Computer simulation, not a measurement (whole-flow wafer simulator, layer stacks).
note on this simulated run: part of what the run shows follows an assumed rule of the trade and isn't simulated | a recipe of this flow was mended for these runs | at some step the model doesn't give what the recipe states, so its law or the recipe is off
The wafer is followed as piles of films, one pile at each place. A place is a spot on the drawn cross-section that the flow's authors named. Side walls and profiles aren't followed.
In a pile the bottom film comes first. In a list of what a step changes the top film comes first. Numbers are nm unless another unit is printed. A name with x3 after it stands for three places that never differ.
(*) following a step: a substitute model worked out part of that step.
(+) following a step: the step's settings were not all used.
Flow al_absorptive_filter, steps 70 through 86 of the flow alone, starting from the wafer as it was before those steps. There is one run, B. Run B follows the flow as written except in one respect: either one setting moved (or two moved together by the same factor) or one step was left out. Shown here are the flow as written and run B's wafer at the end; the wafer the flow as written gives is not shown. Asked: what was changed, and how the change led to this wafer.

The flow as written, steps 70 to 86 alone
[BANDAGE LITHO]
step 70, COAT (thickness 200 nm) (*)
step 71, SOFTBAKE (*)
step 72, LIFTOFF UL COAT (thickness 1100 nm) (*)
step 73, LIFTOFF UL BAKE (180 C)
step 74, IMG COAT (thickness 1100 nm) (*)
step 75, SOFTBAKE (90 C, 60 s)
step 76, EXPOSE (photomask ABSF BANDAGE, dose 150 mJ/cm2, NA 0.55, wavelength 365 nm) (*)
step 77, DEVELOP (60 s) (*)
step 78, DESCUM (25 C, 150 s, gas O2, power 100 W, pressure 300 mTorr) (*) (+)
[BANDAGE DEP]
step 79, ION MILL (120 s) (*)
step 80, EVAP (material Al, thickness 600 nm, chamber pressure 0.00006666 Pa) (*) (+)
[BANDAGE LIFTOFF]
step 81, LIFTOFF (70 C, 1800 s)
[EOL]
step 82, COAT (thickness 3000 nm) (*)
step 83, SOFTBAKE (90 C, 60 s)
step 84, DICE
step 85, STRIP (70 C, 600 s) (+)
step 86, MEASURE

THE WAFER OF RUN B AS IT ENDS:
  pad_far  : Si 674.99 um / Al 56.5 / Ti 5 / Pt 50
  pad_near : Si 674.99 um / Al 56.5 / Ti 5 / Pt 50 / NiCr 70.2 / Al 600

What caused this: step 78, DESCUM: 105 s was run, though the flow has 150 s.

How this came from the change, step by step:
  step 78, DESCUM (25 C, 150 s, gas O2, power 100 W, pressure 300 mTorr) (*) (+)
      pad_far: acrylic-e-beam-resist loses 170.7 (as written it would have been: acrylic-e-beam-resist loses 203.2 (all of it))
      pad_near: acrylic-e-beam-resist loses 170.7 (as written it would have been: acrylic-e-beam-resist loses 180.9 (all of it))
      (also at 12 further places)
  step 79, ION MILL (120 s) (*)
      pad_far: acrylic-e-beam-resist loses 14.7 (as written it would have been: Pt loses 14.7)
      pad_near: acrylic-e-beam-resist loses 10.2 (all of it), NiCr loses 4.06 (as written it would have been: NiCr loses 13.3)
  step 81, LIFTOFF (70 C, 1800 s)
      pad_far: Al loses 600 (all of it), acrylic-e-beam-resist loses 17.8 (all of it) (as written it would have been: nothing)
      xa_field, xl_land, idc_field: Al loses 600 (all of it), i-line-resist loses 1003 (all of it), lift-off-underlayer loses 1100 (all of it), acrylic-e-beam-resist loses 200 (all of it) (as written it would have been: Al loses 600 (all of it), i-line-resist loses 966.4 (all of it), lift-off-underlayer loses 1100 (all of it), acrylic-e-beam-resist loses 200 (all of it))
      (also at 9 further places)
  step 82, COAT (thickness 3000 nm) (*)
      gnd: i-line-resist gains 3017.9 (new film) (as written it would have been: i-line-resist gains 3084.4 (new film))
      pad_far: i-line-resist gains 3039.7 (new film) (as written it would have been: i-line-resist gains 2560.9 (new film))
      (also at 1 further place)
  step 83, SOFTBAKE (90 C, 60 s)
      gnd: i-line-resist gains 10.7 (as written it would have been: i-line-resist gains 6.13)
      pad_far: i-line-resist loses 9.75 (as written it would have been: i-line-resist loses 44.2)
      (also at 3 further places)
  step 85, STRIP (70 C, 600 s) (+)
      gnd: i-line-resist loses 3028.6 (all of it) (as written it would have been: i-line-resist loses 3090.5 (all of it))
      pad_far: i-line-resist loses 3030 (all of it) (as written it would have been: i-line-resist loses 2516.7 (all of it))
      (also at 1 further place)
